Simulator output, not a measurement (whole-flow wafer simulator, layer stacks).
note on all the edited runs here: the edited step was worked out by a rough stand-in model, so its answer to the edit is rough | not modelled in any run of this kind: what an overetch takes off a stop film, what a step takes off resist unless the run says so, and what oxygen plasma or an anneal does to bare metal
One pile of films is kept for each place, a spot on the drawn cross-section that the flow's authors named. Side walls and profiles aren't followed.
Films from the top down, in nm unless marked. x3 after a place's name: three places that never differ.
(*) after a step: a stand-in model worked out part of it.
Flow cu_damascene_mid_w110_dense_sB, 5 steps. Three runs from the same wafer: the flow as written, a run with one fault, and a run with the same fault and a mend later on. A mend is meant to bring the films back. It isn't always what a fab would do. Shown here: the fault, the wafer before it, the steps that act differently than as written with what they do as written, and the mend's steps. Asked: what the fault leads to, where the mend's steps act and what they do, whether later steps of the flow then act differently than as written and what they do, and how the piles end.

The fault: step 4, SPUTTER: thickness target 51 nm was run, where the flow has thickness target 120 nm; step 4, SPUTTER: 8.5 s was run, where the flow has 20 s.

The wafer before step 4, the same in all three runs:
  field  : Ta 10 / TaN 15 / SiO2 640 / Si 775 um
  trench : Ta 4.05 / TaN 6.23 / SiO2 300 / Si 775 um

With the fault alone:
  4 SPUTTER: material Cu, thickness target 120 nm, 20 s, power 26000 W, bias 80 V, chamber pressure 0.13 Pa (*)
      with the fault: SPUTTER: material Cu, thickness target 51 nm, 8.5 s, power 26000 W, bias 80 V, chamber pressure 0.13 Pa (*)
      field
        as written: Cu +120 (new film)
        with the fault: Cu +51 (new film)
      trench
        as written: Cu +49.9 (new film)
        with the fault: Cu +21.2 (new film)
  Later steps of the flow that act differently than as written:
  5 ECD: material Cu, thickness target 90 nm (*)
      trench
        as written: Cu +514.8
        with the fault: Cu +474.5
  At the end the piles differ from the flow's by more than 2% or 0.5 nm, whichever is larger, at field, trench.
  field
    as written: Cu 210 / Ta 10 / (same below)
    with the fault: Cu 141 / Ta 10 / (same below)
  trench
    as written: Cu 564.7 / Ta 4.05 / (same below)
    with the fault: Cu 495.7 / Ta 4.05 / (same below)

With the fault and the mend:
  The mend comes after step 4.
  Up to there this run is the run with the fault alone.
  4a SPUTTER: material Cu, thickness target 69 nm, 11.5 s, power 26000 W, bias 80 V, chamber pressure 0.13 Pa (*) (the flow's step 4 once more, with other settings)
      field
        Cu +69
      trench
        Cu +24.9
  No later step of the flow acts differently than as written, at any place that is followed, by more than 2% or 0.5 nm, whichever is larger.
  At the end the piles are the same as the flow's at every place that both follow.
